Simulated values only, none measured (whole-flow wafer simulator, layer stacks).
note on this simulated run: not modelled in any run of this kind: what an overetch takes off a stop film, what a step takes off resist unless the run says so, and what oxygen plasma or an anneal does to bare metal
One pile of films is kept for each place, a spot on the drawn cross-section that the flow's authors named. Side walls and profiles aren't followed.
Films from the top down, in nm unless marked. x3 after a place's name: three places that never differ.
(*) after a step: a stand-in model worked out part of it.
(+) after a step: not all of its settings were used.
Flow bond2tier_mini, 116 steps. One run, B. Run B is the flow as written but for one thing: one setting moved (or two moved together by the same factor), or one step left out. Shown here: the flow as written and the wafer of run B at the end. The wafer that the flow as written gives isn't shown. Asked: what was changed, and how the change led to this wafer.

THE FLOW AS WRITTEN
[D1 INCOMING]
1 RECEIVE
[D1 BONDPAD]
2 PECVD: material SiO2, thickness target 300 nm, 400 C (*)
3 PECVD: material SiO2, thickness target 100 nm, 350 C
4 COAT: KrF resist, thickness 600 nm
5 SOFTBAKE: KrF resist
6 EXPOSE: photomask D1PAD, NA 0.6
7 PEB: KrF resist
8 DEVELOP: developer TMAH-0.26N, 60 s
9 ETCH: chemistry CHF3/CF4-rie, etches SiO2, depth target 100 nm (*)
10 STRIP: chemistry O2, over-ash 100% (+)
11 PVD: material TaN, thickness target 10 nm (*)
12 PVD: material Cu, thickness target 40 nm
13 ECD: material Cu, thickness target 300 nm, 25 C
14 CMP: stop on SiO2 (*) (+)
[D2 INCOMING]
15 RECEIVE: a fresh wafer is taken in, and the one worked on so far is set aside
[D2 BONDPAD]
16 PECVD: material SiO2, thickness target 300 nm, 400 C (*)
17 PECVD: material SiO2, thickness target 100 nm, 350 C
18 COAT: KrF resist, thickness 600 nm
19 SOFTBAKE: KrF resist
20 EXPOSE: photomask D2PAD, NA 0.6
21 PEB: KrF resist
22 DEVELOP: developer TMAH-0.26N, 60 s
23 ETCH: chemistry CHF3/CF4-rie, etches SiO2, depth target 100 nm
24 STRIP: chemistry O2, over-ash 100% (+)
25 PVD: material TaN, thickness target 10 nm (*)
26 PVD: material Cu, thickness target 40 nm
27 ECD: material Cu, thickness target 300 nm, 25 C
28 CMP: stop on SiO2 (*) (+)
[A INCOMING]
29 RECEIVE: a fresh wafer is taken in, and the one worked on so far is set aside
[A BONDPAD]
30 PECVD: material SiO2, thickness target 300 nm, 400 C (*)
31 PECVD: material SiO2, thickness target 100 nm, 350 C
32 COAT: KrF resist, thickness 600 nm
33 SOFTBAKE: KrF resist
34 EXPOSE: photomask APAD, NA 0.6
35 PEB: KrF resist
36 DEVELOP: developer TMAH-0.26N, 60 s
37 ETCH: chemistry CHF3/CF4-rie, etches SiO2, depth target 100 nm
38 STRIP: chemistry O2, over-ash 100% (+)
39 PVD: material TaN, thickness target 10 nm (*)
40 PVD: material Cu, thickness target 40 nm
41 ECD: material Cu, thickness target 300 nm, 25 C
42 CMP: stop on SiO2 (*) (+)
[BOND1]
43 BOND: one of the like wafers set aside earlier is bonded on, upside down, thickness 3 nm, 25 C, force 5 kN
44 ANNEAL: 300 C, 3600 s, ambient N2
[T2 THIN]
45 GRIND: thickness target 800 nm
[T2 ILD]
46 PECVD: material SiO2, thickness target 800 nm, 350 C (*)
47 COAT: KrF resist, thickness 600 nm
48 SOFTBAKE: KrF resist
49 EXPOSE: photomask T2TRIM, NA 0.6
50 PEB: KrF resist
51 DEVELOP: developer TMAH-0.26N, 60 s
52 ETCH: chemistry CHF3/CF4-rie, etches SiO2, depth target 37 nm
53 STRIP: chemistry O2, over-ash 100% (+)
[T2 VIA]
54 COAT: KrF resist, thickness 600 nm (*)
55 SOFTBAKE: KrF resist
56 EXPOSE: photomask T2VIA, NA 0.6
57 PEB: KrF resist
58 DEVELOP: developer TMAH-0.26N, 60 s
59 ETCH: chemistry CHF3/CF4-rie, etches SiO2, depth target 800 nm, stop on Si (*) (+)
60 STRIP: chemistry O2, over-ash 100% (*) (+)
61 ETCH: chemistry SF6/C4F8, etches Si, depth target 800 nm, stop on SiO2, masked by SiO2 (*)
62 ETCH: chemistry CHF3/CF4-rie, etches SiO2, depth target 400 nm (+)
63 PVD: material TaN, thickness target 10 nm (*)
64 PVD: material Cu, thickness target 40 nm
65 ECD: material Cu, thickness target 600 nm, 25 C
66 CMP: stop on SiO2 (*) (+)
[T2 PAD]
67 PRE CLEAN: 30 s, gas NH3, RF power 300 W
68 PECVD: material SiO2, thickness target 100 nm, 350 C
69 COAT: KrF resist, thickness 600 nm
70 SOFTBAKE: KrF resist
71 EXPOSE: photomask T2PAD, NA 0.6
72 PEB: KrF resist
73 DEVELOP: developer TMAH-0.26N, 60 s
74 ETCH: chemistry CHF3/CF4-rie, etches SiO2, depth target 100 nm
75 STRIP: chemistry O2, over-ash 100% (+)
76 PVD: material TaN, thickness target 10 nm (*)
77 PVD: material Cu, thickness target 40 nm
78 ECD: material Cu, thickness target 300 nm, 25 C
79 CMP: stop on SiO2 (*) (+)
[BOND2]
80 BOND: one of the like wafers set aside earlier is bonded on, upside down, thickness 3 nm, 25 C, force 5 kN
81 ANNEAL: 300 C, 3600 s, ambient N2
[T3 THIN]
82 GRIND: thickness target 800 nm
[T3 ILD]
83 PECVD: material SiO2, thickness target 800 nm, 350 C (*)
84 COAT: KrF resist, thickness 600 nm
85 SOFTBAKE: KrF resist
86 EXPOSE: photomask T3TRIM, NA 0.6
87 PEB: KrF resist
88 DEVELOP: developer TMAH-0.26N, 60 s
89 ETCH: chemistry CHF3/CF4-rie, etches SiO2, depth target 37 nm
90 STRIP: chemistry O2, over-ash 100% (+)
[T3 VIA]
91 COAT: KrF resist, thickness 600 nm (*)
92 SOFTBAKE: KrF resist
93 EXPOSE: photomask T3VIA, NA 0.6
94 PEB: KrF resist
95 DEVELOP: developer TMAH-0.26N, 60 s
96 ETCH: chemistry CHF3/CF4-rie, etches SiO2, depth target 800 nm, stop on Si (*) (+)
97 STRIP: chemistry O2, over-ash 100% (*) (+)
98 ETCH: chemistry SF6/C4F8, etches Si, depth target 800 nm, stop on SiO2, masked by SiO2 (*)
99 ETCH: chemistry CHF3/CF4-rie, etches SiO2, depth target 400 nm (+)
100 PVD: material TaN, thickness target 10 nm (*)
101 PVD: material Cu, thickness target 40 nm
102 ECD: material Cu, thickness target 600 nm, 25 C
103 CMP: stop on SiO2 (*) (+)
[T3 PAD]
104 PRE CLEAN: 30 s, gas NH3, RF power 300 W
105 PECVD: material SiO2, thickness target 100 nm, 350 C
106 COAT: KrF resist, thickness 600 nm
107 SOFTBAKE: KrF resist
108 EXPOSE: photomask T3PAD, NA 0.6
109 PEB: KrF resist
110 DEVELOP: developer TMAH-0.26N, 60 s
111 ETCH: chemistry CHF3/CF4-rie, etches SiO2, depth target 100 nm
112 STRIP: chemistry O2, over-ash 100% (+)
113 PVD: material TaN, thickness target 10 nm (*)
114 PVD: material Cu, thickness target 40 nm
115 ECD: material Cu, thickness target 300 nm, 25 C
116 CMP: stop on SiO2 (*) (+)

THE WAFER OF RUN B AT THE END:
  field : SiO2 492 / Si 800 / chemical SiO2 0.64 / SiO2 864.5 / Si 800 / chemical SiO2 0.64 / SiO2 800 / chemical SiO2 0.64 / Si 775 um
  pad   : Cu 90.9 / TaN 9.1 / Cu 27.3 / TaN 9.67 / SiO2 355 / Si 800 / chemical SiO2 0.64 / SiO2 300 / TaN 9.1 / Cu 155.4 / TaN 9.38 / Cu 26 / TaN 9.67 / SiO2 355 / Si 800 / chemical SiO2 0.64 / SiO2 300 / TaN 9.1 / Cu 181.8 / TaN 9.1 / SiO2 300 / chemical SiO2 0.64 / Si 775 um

The cause: step 68, PECVD: thickness target 72.5 nm was run, where the flow has thickness target 100 nm.

How the change led to this, step by step:
  68 PECVD: material SiO2, thickness target 100 nm, 350 C
      field: SiO2 +72.5 (as written it would be: SiO2 +100)
      pad: SiO2 +72.5 (new film) (as written it would be: SiO2 +100 (new film))
  74 ETCH: chemistry CHF3/CF4-rie, etches SiO2, depth target 100 nm
      pad: SiO2 -72.5 (all of it), Cu -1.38 (as written it would be: SiO2 -100 (all of it))
  77 PVD: material Cu, thickness target 40 nm
      pad: Cu +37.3 (new film) (as written it would be: Cu +36.4 (new film))
  78 ECD: material Cu, thickness target 300 nm, 25 C
      pad: Cu +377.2 (as written it would be: Cu +404.5)
